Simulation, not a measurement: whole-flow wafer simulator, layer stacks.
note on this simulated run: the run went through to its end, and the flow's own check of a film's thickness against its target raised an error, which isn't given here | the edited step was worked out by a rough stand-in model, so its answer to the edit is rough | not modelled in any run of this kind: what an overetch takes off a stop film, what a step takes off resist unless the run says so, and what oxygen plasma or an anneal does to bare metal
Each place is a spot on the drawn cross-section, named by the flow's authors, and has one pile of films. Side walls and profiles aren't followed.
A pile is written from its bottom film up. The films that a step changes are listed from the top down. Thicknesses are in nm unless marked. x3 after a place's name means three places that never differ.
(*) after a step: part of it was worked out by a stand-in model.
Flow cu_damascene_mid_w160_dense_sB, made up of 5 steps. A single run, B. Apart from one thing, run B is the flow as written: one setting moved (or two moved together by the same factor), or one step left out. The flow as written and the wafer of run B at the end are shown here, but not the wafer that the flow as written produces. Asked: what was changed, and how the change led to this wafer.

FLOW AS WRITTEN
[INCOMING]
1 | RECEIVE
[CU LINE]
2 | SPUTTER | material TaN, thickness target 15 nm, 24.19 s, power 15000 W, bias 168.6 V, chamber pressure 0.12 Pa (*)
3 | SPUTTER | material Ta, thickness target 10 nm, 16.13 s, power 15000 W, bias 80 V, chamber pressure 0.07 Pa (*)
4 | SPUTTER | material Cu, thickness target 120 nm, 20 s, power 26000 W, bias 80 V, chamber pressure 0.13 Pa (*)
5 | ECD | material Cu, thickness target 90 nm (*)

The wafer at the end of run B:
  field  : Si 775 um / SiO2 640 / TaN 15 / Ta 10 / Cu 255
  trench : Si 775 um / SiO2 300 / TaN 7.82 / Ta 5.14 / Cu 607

The reason: step 5, ECD: thickness target 135 nm was run, whereas the flow has thickness target 90 nm.

The path from the change to this, step by step:
  5 | ECD | material Cu, thickness target 90 nm (*)
      field: +135 Cu (it would be, as written: +90 Cu)
      trench: +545 Cu (it would be, as written: +500 Cu)
